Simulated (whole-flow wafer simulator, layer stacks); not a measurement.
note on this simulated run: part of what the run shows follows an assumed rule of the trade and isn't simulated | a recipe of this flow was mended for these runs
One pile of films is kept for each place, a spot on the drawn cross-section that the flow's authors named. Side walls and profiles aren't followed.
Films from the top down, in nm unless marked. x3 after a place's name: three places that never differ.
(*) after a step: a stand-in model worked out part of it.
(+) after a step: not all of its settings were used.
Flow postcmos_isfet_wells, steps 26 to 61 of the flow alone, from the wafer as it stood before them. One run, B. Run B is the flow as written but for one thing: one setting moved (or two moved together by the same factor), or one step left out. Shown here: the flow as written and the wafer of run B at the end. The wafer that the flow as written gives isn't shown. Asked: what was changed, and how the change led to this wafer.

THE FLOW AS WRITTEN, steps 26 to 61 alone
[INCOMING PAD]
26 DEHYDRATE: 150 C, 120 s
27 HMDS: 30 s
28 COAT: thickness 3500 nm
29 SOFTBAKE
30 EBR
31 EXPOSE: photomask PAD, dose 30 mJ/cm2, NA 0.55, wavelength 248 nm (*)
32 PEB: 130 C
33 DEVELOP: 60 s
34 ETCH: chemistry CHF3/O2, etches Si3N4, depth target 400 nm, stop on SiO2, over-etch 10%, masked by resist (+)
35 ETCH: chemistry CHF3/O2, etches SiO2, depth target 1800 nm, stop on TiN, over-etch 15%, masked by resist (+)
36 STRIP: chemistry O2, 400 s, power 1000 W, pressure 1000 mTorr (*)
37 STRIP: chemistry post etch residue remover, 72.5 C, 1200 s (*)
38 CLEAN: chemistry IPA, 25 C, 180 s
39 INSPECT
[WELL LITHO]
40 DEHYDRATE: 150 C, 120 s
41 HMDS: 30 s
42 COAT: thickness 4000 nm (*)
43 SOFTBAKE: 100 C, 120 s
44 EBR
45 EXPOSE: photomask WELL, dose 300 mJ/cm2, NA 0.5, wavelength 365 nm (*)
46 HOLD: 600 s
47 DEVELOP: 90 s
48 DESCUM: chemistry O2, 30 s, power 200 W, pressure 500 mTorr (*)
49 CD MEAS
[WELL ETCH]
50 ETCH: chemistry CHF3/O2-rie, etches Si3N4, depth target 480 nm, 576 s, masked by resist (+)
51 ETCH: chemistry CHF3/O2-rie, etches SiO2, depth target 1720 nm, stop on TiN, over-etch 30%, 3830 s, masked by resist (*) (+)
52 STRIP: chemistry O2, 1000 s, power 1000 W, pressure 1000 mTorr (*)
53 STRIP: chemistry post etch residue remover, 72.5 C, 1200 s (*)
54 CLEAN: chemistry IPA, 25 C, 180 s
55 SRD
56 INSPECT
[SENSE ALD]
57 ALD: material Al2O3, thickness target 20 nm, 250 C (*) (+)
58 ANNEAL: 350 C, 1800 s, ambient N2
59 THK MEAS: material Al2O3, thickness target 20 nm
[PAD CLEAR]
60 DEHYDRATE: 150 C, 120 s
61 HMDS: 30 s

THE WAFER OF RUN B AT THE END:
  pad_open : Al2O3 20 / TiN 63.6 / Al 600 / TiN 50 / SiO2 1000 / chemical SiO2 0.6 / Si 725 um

The cause: step 34, ETCH: depth target 640 nm was run, where the flow has depth target 400 nm.

How the change led to this, step by step:
  34 ETCH: chemistry CHF3/O2, etches Si3N4, depth target 400 nm, stop on SiO2, over-etch 10%, masked by resist (+)
      field, margin x2, well900 x4, pad_clr: thick-KrF-resist -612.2 (as written it would be: thick-KrF-resist -382.6)
      pad_open: Si3N4 -400 (all of it), SiO2 -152 (as written it would be: Si3N4 -400 (all of it), SiO2 -20)
  35 ETCH: chemistry CHF3/O2, etches SiO2, depth target 1800 nm, stop on TiN, over-etch 15%, masked by resist (+)
      field, margin x2, well900 x4, pad_clr: thick-KrF-resist -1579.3 (as written it would be: thick-KrF-resist -1705.8)
      pad_open: SiO2 -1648 (all of it), TiN -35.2 (as written it would be: SiO2 -1780 (all of it), TiN -24.2)
  36 STRIP: chemistry O2, 400 s, power 1000 W, pressure 1000 mTorr (*)
      field, margin x2, well900 x4, pad_clr: thick-KrF-resist -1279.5 (all of it) (as written it would be: thick-KrF-resist -1382.5 (all of it))
